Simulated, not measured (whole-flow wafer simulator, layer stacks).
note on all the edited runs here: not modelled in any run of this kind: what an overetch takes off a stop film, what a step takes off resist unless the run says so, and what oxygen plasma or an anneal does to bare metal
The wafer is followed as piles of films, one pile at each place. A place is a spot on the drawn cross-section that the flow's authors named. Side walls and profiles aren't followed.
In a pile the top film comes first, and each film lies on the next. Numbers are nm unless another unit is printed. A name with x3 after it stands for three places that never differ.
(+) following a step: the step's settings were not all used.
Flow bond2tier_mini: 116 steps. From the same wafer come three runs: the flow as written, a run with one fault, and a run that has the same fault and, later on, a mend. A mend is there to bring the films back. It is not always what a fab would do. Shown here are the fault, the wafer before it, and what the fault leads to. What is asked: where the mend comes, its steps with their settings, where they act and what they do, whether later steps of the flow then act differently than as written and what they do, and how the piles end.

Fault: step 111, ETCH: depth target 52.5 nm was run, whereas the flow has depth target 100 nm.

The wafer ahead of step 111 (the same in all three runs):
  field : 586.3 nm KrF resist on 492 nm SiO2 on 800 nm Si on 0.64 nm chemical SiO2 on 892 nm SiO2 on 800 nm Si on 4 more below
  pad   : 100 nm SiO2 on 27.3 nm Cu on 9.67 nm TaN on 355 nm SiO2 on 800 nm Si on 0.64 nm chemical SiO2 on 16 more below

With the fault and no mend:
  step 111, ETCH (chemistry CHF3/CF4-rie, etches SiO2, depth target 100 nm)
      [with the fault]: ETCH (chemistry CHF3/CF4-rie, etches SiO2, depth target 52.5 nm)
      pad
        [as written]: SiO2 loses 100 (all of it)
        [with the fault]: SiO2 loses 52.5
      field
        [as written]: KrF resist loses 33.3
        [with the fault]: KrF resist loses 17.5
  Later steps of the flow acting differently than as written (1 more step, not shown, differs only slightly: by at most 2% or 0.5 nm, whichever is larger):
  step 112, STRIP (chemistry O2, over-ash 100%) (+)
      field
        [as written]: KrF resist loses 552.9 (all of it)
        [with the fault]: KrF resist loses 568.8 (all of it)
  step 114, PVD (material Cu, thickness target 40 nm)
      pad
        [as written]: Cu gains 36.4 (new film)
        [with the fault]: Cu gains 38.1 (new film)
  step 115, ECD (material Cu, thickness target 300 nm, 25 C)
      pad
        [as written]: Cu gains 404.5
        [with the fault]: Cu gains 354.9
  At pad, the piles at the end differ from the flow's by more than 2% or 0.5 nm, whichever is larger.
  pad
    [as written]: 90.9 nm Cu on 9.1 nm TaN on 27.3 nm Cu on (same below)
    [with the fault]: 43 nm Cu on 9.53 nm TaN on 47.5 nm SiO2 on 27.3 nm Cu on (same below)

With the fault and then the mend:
  The mend follows step 111.
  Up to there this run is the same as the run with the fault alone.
  step 111a, ETCH (chemistry CHF3/CF4-rie, etches SiO2, depth target 47.5 nm) (the flow's step 111 again, with other settings)
      field
        KrF resist loses 15.8
      pad
        SiO2 loses 47.5 (all of it)
  Every later step of the flow that is run acts as written at every place that is followed.
  At every place that both follow, the piles at the end match the flow's.
